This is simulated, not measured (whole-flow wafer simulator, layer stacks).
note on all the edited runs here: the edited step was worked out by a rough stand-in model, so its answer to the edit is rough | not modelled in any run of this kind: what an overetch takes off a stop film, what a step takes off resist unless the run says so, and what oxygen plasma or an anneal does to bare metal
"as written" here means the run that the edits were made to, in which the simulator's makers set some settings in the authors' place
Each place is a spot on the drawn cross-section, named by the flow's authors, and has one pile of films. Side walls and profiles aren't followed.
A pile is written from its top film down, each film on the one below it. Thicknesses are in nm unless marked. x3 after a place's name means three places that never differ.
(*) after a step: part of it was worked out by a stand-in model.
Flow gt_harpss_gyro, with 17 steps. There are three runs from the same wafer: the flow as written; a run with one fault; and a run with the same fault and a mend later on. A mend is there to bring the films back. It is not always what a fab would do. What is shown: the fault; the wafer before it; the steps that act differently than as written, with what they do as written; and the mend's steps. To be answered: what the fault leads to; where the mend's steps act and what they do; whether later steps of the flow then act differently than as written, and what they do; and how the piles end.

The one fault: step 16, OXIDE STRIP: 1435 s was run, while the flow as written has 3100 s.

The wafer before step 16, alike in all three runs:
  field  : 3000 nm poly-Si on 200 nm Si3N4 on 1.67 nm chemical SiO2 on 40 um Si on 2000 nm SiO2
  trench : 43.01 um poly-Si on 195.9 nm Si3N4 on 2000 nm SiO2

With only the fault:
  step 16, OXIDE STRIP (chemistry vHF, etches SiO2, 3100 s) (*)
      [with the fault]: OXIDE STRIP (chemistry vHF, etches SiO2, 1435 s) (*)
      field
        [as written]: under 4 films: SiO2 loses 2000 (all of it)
        [with the fault]: under 4 films: SiO2 loses 1112.1
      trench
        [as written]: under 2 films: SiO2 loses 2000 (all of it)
        [with the fault]: under 2 films: SiO2 loses 1112.1
  Every later step of the flow that is run acts as written at every place that is followed.
  At field, trench, the piles at the end differ from the flow's by more than 2% or 0.5 nm, whichever is larger.
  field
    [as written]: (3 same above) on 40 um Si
    [with the fault]: (3 same above) on 40 um Si on 887.9 nm SiO2
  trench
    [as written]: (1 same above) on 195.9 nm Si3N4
    [with the fault]: (1 same above) on 195.9 nm Si3N4 on 887.9 nm SiO2

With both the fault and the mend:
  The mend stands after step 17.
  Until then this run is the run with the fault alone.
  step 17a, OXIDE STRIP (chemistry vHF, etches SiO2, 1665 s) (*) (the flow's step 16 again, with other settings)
      field
        under 4 films: SiO2 loses 887.9 (all of it)
      trench
        under 2 films: SiO2 loses 887.9 (all of it)
  Every later step of the flow that is run acts as written at every place that is followed.
  By the end, the piles equal the flow's at every place that both follow.
